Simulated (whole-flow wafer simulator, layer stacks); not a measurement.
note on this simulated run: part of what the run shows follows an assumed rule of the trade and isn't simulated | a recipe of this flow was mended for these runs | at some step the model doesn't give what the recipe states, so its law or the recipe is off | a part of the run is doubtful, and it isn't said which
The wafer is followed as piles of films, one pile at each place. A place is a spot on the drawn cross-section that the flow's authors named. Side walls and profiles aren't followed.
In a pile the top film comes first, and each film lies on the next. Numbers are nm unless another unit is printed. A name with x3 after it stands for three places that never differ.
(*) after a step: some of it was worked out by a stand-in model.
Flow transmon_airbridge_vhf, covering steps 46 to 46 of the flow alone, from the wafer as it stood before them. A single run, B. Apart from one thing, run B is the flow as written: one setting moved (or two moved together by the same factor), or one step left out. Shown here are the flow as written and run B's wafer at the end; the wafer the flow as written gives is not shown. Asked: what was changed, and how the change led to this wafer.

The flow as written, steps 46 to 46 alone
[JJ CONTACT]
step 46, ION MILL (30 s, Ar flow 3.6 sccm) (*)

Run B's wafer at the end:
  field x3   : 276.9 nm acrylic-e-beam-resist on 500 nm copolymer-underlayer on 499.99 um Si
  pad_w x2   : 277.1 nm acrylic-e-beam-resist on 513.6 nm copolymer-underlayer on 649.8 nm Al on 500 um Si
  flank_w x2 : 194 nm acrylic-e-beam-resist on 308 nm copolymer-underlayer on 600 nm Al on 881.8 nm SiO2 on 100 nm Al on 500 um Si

Cause: step 46, ION MILL: 15 s was run, while the flow as written has 30 s.

Step by step, how the change led to this:
  step 46, ION MILL (30 s, Ar flow 3.6 sccm) (*)
      field x3, ground_far x3, pad_w x2, flank_w x2, gap_w x2, cpw_trace, margin_s x2, bridge_strip: -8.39 acrylic-e-beam-resist (as written it would have been: -16.8 acrylic-e-beam-resist)
      jj_line: -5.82 Si (as written it would have been: -11.6 Si)
